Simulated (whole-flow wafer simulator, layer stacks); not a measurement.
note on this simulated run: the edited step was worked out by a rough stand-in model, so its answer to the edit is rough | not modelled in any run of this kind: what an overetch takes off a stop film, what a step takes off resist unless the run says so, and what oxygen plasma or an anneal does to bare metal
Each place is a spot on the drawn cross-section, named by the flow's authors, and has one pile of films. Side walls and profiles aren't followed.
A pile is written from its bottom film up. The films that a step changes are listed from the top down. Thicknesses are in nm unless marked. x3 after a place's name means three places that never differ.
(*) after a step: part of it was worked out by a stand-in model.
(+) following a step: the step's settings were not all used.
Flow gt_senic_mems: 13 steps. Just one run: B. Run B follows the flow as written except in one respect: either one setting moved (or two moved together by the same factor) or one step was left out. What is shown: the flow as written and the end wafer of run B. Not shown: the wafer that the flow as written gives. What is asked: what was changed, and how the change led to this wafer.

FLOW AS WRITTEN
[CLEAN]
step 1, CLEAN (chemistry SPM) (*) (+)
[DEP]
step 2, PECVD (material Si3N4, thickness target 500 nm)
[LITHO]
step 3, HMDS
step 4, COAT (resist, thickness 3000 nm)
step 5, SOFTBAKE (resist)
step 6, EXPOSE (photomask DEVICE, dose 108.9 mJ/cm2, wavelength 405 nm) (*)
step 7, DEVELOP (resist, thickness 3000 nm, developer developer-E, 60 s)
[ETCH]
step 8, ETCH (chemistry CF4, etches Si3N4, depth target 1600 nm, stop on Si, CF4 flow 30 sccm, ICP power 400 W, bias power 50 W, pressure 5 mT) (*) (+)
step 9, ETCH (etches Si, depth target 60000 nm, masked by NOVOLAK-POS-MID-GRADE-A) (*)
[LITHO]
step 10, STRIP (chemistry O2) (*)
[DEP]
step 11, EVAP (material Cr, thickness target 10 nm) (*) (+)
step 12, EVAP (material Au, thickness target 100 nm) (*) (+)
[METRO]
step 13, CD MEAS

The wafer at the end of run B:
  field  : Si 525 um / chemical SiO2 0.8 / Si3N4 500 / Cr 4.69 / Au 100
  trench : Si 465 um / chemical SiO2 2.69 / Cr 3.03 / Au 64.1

The reason: step 11, EVAP: thickness target 4.69 nm was run, whereas the flow has thickness target 10 nm.
One can read it off the wafer: field has Cr 4.69, and step 11 as written asks for 10 nm.

The path from the change to this, step by step:
  step 11, EVAP (material Cr, thickness target 10 nm) (*) (+)
      field: +4.69 Cr (new film) (as written it would have been: +10 Cr (new film))
      trench: +3.03 Cr (new film) (as written it would have been: +6.45 Cr (new film))
